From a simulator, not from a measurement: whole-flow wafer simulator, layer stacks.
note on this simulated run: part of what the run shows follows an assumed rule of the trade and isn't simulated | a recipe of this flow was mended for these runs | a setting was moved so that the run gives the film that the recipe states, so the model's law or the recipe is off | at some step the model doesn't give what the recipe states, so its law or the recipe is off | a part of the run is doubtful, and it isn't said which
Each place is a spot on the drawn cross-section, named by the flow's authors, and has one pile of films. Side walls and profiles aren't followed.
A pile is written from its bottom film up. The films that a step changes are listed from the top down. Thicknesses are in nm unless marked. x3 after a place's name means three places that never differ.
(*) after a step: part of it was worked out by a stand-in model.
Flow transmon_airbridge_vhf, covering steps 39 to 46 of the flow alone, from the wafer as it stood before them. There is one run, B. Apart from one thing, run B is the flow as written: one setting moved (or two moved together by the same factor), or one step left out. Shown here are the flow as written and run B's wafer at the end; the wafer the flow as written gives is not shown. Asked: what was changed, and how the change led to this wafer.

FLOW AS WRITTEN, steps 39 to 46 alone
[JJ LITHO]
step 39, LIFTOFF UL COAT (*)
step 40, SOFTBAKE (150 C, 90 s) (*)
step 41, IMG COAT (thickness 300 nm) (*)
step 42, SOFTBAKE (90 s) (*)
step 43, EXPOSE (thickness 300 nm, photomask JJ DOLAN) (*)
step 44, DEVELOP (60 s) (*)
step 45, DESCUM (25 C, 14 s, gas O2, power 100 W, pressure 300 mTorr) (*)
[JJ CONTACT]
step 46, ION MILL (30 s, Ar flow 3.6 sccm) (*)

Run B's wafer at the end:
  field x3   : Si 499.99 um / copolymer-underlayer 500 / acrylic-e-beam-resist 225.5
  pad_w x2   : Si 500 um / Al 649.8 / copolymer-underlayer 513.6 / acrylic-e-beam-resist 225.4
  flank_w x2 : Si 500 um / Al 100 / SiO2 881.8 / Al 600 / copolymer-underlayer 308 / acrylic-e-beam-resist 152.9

What caused this: step 41, IMG COAT: thickness 257 nm was run, while the flow as written has thickness 300 nm; step 43, EXPOSE: thickness 257 nm was run, where the flow has thickness 300 nm.

How this came from the change, step by step:
  step 41, IMG COAT (thickness 300 nm) (*)
      field x3, jj_line, ground_far x3: acrylic-e-beam-resist gains 257 (new film) (in the flow as written it would be: acrylic-e-beam-resist gains 300 (new film))
      pad_w x2: acrylic-e-beam-resist gains 256.9 (new film) (in the flow as written it would be: acrylic-e-beam-resist gains 300.2 (new film))
      (and at 8 other places as well)
  step 44, DEVELOP (60 s) (*)
      jj_line: acrylic-e-beam-resist loses 257 (all of it), copolymer-underlayer loses 500 (all of it) (in the flow as written it would be: acrylic-e-beam-resist loses 300 (all of it), copolymer-underlayer loses 500 (all of it))
